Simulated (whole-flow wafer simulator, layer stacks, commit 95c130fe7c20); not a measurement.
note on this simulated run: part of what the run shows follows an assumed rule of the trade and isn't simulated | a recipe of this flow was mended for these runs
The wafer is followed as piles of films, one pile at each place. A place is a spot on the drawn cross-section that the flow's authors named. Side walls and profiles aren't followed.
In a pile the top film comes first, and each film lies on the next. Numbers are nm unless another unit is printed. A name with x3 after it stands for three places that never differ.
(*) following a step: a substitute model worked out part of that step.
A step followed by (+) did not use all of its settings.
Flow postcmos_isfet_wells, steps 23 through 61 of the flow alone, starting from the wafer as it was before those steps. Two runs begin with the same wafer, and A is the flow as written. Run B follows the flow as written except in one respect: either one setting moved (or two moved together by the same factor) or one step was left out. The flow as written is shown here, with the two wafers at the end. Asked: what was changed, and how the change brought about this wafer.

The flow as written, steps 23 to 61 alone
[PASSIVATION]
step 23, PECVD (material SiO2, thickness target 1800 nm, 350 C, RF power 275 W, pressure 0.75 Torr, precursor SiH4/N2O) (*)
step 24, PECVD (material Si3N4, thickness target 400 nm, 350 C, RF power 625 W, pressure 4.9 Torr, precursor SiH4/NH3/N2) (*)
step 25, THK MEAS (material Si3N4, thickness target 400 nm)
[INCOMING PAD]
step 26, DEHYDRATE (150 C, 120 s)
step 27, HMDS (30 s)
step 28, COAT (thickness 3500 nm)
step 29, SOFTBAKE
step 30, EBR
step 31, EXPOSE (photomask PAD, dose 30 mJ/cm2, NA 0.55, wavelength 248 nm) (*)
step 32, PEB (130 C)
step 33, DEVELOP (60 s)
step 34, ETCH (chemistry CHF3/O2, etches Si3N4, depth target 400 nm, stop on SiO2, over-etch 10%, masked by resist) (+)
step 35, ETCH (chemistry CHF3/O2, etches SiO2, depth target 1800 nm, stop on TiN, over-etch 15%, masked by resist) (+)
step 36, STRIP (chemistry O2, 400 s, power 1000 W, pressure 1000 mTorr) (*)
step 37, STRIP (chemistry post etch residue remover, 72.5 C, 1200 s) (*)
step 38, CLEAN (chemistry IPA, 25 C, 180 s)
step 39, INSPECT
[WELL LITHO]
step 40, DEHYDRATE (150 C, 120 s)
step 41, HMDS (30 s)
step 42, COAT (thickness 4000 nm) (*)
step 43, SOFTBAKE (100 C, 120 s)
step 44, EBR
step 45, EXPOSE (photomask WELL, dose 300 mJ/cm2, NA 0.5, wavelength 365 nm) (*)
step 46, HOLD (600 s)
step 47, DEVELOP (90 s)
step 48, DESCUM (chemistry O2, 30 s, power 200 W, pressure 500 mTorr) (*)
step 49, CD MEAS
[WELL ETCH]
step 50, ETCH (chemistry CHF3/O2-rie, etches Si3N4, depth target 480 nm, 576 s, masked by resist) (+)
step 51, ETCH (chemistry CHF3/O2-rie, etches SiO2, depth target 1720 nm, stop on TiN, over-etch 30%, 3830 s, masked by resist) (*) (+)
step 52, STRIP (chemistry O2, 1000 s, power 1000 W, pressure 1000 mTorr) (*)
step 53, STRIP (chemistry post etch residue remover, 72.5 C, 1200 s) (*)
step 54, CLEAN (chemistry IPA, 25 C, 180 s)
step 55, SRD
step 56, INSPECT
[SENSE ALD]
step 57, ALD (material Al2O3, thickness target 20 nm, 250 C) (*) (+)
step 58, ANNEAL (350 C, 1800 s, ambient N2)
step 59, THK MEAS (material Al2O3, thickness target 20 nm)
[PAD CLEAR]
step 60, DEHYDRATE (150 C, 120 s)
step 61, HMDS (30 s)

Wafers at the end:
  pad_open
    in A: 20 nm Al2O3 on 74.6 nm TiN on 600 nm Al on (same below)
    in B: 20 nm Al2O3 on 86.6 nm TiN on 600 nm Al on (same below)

Cause: step 34, ETCH: depth target 256 nm was run, while the flow as written has depth target 400 nm.

How this came from the change, step by step:
  step 34, ETCH (chemistry CHF3/O2, etches Si3N4, depth target 400 nm, stop on SiO2, over-etch 10%, masked by resist) (+)
      pad_open: A Si3N4 loses 400 (all of it), SiO2 loses 20 | B Si3N4 loses 281.6
      field, margin x2, well900 x4, pad_clr: A thick-KrF-resist loses 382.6 | B thick-KrF-resist loses 244.9
  step 35, ETCH (chemistry CHF3/O2, etches SiO2, depth target 1800 nm, stop on TiN, over-etch 15%, masked by resist) (+)
      pad_open: A SiO2 loses 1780 (all of it), TiN loses 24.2 | B Si3N4 loses 118.4 (all of it), SiO2 loses 1800 (all of it), TiN loses 12.1
  step 36, STRIP (chemistry O2, 400 s, power 1000 W, pressure 1000 mTorr) (*)
      field, margin x2, well900 x4, pad_clr: A thick-KrF-resist loses 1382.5 (all of it) | B thick-KrF-resist loses 1501.1 (all of it)
